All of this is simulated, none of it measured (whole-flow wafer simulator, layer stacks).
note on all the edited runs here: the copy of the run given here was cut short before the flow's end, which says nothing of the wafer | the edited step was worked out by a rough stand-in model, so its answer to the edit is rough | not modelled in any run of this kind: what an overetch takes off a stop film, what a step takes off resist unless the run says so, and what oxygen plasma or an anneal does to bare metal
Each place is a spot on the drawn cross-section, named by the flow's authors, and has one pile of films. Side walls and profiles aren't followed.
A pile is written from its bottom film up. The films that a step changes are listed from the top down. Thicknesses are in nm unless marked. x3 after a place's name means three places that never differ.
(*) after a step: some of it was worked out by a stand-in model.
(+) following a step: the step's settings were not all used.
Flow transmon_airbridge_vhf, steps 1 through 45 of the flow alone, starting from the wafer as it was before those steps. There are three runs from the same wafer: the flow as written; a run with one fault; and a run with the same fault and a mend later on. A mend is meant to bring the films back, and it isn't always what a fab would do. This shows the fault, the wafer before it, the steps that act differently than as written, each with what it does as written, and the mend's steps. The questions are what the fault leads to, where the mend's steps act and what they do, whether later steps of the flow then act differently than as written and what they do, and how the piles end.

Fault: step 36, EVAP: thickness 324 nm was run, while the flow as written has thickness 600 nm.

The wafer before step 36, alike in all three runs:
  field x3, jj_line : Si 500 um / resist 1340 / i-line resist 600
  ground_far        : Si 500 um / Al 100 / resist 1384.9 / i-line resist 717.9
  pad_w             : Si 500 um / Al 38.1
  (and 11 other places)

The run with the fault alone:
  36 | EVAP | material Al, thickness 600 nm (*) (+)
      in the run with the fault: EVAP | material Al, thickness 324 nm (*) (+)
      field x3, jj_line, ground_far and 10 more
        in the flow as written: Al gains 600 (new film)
        in the run with the fault: Al gains 324 (new film)
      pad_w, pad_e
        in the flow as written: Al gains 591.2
        in the run with the fault: Al gains 319.3
  Later steps of the flow acting differently than as written:
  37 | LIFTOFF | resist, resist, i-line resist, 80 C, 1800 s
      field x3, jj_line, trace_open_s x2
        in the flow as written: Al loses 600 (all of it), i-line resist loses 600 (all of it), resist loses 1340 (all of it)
        in the run with the fault: Al loses 324 (all of it), i-line resist loses 600 (all of it), resist loses 1340 (all of it)
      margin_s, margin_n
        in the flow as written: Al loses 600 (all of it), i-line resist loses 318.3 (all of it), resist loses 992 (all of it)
        in the run with the fault: Al loses 324 (all of it), i-line resist loses 318.3 (all of it), resist loses 992 (all of it)
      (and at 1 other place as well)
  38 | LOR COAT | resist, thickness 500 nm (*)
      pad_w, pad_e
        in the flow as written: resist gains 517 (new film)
        in the run with the fault: resist gains 542.4 (new film)
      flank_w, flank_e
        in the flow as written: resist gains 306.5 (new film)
        in the run with the fault: resist gains 312.9 (new film)
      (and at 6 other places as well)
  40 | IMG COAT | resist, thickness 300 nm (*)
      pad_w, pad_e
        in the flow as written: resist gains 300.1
        in the run with the fault: resist gains 313.1
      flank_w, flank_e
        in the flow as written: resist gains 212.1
        in the run with the fault: resist gains 221.5
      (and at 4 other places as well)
  By the end, the piles at pad_w, flank_w, gap_w and 7 more depart from the flow's by more than 2% or 0.5 nm, whichever is larger.
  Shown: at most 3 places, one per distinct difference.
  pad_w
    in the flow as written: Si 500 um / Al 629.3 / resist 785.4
    in the run with the fault: Si 500 um / Al 357.3 / resist 823.7
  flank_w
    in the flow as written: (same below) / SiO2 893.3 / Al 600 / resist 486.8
    in the run with the fault: (same below) / SiO2 893.3 / Al 324 / resist 502.7
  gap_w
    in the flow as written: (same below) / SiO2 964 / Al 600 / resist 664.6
    in the run with the fault: (same below) / SiO2 964 / Al 324 / resist 685.1

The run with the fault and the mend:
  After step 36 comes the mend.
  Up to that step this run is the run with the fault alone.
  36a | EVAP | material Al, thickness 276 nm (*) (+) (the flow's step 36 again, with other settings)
      field x3, jj_line, ground_far and 10 more
        Al gains 276
      pad_w, pad_e
        Al gains 271.9
  None of the later steps of the flow differs from how it acts as written, at any place that is followed, by more than 2% or 0.5 nm, whichever is larger.
  At the end the piles are close to the flow's at the places that both follow, differing by at most 2% or 0.5 nm, whichever is larger.
